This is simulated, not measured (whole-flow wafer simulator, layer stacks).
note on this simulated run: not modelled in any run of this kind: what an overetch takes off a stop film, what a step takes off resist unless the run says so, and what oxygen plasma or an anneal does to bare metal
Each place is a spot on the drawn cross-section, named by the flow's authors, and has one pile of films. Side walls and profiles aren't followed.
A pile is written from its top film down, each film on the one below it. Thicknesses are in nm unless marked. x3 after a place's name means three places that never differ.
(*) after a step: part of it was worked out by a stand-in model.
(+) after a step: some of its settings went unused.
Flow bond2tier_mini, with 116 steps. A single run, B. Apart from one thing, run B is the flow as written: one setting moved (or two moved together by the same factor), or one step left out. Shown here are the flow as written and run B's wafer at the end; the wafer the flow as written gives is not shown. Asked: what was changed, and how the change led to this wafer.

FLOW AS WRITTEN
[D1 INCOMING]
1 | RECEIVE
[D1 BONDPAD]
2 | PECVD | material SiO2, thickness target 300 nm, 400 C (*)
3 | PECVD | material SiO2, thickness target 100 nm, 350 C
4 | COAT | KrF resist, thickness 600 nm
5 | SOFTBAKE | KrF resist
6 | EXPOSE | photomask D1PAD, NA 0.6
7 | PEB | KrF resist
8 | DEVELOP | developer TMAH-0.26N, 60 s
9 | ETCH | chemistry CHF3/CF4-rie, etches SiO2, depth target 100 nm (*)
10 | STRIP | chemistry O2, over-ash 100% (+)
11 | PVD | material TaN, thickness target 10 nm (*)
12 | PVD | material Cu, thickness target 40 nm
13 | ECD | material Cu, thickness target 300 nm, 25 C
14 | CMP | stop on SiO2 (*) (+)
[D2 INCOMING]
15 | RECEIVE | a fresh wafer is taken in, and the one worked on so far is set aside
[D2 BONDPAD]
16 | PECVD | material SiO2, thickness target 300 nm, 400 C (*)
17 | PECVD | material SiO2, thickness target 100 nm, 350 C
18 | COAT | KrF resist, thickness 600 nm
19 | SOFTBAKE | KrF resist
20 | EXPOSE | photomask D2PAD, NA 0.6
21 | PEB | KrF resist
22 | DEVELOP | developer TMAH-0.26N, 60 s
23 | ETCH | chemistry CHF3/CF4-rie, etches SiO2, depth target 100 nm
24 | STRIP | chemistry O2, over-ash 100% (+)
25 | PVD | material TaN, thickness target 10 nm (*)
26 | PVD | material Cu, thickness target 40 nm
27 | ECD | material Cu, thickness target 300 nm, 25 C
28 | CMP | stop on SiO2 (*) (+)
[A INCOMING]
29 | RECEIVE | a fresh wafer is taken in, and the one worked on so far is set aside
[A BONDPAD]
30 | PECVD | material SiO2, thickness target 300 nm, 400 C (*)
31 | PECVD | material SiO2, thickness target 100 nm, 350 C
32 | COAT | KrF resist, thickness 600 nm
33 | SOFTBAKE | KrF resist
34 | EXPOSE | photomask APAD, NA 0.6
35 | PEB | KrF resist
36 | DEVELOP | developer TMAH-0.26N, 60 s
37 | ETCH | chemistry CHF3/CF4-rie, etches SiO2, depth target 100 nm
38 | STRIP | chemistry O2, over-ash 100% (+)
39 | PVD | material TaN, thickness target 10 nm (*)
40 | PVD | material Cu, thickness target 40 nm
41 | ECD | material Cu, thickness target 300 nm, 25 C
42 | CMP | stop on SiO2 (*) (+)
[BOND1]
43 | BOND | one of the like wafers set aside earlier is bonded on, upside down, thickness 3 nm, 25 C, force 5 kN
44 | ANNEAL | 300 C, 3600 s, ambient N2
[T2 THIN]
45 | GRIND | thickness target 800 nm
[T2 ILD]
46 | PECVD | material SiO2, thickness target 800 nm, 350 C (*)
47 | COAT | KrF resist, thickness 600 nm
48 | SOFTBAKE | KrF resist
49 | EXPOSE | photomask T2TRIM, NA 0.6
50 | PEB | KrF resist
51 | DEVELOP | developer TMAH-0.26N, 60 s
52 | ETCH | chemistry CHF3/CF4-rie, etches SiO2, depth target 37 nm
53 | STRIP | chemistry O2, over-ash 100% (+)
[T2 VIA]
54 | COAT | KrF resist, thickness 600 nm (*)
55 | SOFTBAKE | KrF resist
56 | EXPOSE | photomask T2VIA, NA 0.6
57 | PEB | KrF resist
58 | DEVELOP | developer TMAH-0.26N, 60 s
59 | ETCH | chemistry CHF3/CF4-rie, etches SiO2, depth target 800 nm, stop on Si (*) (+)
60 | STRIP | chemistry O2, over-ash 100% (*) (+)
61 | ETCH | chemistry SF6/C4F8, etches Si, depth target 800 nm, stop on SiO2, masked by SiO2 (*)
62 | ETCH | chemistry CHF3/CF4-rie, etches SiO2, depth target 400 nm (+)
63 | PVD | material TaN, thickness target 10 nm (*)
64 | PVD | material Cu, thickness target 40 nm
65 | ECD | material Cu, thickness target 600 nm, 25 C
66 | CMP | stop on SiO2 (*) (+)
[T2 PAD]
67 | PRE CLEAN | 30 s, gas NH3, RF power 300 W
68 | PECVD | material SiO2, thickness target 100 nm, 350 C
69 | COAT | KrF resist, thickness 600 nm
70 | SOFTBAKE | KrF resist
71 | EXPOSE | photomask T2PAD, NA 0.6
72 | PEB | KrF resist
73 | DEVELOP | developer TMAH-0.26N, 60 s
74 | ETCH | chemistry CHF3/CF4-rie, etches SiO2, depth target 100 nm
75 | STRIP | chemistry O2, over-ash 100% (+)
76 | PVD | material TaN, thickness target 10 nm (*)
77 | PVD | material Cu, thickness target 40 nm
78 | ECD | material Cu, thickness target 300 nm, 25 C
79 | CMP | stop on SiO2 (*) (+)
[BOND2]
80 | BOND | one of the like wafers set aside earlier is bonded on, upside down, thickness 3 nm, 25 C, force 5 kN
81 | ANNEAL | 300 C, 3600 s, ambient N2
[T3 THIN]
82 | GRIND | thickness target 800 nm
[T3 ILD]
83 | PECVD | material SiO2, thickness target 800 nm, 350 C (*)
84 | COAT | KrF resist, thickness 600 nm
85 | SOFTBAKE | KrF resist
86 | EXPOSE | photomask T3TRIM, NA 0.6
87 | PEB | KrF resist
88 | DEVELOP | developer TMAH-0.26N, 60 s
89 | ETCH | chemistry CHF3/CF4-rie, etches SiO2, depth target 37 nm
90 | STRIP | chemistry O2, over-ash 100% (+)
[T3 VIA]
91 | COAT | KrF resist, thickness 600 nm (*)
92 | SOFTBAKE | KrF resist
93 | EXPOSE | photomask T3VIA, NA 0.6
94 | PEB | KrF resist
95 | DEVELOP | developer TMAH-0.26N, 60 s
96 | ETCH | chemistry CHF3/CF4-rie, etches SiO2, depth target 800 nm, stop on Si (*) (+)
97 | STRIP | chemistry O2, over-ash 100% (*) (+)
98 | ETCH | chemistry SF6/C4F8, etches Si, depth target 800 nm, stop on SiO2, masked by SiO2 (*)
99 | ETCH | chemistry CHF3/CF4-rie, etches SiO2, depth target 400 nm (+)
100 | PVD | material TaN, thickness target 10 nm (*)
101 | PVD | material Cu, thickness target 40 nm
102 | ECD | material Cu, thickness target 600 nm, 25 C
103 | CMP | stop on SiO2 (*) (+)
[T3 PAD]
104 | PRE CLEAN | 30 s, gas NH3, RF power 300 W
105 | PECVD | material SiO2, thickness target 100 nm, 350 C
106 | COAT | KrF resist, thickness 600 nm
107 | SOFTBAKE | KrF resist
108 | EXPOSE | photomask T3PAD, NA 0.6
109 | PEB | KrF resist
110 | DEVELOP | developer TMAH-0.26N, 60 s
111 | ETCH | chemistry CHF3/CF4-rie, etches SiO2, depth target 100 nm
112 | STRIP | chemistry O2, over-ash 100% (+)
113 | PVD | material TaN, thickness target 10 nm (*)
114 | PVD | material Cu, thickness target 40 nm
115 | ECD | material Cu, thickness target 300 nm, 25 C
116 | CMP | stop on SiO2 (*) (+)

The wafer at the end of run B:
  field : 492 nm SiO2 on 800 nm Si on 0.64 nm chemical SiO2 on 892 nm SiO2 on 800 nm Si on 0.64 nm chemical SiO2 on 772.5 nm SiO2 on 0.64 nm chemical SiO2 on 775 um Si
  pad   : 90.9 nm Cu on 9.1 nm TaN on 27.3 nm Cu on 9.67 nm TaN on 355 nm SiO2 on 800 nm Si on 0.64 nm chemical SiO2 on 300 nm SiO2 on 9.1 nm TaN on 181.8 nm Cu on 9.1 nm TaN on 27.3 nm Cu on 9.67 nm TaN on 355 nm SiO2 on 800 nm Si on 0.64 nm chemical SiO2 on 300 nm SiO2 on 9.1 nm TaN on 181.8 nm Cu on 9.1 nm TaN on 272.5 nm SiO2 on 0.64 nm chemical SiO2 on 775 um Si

What caused this: step 31, PECVD: thickness target 72.5 nm was run, whereas the flow has thickness target 100 nm.

How this came from the change, step by step:
  31 | PECVD | material SiO2, thickness target 100 nm, 350 C
      field, pad, via: +72.5 SiO2 (as written it would have been: +100 SiO2)
